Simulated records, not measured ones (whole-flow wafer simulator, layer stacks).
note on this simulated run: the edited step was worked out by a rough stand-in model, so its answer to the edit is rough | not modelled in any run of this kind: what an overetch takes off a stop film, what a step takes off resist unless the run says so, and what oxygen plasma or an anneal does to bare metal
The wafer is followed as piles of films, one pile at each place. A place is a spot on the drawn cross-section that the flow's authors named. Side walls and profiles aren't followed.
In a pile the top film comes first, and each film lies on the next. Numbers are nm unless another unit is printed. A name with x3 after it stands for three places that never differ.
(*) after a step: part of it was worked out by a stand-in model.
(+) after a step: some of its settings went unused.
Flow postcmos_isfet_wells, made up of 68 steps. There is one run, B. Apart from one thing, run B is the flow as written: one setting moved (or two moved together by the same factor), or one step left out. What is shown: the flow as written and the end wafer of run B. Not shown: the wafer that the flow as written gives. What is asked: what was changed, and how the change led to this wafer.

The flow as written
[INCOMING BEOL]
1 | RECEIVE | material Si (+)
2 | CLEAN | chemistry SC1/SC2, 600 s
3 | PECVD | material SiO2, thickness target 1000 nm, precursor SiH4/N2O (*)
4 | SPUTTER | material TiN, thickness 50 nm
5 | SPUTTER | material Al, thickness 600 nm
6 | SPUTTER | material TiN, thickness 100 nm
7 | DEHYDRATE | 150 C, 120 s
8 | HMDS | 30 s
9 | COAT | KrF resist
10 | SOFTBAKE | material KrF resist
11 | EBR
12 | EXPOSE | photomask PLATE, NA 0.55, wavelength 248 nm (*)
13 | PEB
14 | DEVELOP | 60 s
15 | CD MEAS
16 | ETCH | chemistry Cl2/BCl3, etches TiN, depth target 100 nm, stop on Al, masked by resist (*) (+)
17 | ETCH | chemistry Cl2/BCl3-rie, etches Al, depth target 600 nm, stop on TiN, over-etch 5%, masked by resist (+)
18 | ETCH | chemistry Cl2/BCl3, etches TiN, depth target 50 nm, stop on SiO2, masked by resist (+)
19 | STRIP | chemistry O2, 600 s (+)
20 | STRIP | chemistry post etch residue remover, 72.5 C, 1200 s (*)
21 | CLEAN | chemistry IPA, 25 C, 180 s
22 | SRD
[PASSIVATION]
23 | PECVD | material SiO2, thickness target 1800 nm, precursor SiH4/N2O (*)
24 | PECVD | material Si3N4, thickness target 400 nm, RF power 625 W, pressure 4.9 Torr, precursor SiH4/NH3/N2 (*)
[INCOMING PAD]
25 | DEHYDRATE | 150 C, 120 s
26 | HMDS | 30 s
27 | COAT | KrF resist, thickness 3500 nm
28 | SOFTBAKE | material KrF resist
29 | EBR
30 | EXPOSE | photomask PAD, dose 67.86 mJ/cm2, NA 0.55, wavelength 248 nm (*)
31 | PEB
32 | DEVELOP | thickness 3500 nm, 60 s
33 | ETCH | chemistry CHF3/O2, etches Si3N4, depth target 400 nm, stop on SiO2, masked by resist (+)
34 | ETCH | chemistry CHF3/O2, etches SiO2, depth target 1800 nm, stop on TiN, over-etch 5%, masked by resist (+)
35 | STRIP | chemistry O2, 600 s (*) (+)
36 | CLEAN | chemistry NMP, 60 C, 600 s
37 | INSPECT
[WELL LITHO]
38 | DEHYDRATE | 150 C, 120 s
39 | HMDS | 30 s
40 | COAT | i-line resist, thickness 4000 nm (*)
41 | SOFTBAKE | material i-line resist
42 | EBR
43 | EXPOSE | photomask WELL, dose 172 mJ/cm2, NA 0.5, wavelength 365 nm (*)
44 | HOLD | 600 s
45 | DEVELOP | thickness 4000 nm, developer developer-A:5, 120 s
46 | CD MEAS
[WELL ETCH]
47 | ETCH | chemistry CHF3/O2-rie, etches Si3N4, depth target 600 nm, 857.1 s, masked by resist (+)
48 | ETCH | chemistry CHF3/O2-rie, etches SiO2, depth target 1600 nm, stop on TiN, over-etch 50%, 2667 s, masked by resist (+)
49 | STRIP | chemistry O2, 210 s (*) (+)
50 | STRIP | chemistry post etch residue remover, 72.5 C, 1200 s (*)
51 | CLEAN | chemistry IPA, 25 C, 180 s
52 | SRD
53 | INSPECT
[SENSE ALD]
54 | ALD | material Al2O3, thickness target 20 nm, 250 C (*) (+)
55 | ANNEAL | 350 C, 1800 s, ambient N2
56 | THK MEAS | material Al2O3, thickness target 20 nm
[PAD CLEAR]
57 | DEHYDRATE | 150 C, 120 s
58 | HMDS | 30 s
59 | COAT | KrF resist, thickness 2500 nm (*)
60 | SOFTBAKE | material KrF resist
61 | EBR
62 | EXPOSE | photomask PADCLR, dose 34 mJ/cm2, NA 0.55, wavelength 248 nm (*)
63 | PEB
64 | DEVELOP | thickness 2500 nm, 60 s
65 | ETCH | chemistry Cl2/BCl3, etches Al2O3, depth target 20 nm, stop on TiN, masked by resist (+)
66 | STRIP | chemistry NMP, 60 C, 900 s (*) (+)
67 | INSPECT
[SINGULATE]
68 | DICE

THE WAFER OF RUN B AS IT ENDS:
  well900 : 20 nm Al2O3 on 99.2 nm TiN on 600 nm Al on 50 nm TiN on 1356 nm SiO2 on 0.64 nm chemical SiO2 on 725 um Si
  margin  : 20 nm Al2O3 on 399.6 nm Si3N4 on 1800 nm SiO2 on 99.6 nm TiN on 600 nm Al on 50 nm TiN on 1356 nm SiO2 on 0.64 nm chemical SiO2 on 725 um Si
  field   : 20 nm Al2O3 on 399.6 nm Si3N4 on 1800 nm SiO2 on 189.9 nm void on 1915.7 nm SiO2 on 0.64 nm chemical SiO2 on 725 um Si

The reason: step 3, PECVD: thickness target 1356 nm was run, though the flow has thickness target 1000 nm.
The wafer lets one read it off: well900 has SiO2 1356, and step 3 as written asks for 1000 nm.

Step by step, how the change led to this:
  3 | PECVD | material SiO2, thickness target 1000 nm, precursor SiH4/N2O (*)
      field, margin, well900, well1300 x3, pad_rim, pad_clr, pad_open: SiO2 gains 1356 (new film) (as written it would have been: SiO2 gains 1000 (new film))
